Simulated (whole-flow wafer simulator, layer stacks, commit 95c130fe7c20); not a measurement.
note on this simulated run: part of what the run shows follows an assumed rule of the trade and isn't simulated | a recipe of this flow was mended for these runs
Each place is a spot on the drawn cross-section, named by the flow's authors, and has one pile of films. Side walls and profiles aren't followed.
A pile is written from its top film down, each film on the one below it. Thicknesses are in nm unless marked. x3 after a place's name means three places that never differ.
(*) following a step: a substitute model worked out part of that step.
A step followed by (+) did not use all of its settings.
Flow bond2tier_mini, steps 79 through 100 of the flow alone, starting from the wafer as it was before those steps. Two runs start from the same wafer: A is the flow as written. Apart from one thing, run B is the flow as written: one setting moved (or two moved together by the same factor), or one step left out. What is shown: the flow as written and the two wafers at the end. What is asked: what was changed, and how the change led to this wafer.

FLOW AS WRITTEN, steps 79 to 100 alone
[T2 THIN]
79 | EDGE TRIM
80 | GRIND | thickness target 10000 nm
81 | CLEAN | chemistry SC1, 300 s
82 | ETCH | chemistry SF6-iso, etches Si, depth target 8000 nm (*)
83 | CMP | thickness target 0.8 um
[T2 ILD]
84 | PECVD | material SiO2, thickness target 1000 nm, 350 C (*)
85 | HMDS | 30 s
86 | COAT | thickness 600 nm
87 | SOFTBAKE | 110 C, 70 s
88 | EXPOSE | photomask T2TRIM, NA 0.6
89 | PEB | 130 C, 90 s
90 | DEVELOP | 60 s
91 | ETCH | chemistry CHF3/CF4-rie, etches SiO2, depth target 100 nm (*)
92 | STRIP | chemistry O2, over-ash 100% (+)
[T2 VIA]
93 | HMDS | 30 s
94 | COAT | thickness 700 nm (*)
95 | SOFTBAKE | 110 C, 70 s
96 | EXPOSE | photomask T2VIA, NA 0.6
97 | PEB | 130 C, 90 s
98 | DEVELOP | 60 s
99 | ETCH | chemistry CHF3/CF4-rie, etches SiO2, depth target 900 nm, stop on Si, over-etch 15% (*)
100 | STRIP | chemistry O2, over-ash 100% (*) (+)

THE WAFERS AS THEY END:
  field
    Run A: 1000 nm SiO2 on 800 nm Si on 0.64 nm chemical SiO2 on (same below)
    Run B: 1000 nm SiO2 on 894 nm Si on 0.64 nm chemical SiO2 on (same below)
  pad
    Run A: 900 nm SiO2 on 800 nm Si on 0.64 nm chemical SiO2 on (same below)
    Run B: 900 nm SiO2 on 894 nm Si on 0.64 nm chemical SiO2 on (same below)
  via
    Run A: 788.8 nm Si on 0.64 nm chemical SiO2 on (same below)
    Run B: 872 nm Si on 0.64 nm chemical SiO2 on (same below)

What caused this: step 83, CMP: thickness target 0.894 um was run, though the flow has thickness target 0.8 um; step 99, ETCH: depth target 1012 nm was run, where the flow has depth target 900 nm.

Step by step, how the change led to this:
  83 | CMP | thickness target 0.8 um
      field, pad, via: A -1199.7 Si | B -1105.7 Si
  99 | ETCH | chemistry CHF3/CF4-rie, etches SiO2, depth target 900 nm, stop on Si, over-etch 15% (*)
      field, pad: A -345 thick-KrF-resist | B -388.1 thick-KrF-resist
      via: A -900 SiO2 (all of it), -11.2 Si | B -900 SiO2 (all of it), -22 Si
  100 | STRIP | chemistry O2, over-ash 100% (*) (+)
      field: A -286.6 thick-KrF-resist (all of it) | B -243.5 thick-KrF-resist (all of it)
      pad: A -372.9 thick-KrF-resist (all of it) | B -329.8 thick-KrF-resist (all of it)
